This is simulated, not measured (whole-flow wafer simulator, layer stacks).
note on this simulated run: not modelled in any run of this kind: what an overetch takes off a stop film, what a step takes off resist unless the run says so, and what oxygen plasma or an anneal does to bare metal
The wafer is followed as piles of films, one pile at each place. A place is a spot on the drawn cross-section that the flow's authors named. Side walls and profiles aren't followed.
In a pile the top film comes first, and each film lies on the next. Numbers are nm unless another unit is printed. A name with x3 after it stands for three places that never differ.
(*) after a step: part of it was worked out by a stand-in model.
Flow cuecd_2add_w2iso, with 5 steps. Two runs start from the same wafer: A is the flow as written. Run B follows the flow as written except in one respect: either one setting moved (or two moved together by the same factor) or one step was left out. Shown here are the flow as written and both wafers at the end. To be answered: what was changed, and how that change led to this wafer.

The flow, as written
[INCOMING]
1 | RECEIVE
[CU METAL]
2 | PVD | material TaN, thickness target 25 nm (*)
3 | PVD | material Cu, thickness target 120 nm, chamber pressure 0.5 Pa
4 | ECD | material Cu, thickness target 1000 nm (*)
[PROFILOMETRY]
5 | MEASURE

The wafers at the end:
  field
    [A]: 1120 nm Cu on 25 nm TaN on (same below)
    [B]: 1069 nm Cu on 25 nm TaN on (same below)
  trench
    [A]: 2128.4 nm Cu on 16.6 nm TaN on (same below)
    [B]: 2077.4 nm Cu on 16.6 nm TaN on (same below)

Cause: step 3, PVD: thickness target 69 nm was run, while the flow as written has thickness target 120 nm.

Step by step, how the change led to this:
  3 | PVD | material Cu, thickness target 120 nm, chamber pressure 0.5 Pa
      field: A Cu gains 120 (new film) | B Cu gains 69 (new film)
      trench: A Cu gains 80.8 (new film) | B Cu gains 46.6 (new film)
